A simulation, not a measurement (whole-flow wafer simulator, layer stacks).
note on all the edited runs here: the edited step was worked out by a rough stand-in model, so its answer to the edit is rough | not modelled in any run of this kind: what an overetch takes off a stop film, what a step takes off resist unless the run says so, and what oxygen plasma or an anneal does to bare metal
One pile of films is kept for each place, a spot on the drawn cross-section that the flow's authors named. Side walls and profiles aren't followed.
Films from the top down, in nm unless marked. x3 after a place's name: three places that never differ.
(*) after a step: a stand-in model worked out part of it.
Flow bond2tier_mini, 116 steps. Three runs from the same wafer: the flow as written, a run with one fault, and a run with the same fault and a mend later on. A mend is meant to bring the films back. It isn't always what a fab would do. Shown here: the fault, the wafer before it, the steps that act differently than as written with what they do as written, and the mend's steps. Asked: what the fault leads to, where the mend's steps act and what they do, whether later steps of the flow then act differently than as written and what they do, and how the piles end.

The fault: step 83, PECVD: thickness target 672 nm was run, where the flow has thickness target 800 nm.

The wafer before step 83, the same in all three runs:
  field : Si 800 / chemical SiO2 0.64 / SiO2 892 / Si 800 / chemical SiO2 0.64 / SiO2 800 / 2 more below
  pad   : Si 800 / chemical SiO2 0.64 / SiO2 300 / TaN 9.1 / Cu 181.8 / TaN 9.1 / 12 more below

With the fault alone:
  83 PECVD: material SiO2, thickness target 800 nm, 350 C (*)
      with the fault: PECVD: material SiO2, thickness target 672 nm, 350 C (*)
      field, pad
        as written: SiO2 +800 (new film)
        with the fault: SiO2 +672 (new film)
  No later step of the flow acts differently than as written at any place that is followed.
  At the end the piles differ from the flow's by more than 2% or 0.5 nm, whichever is larger, at field, pad.
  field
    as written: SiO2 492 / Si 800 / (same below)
    with the fault: SiO2 364 / Si 800 / (same below)
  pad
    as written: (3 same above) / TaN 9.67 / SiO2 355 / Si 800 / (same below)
    with the fault: (3 same above) / TaN 9.67 / SiO2 227 / Si 800 / (same below)

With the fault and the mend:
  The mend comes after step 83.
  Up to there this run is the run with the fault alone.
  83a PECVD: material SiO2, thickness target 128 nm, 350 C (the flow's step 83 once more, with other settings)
      field, pad
        SiO2 +128
  No later step of the flow acts differently than as written at any place that is followed.
  At the end the piles are the same as the flow's at every place that both follow.
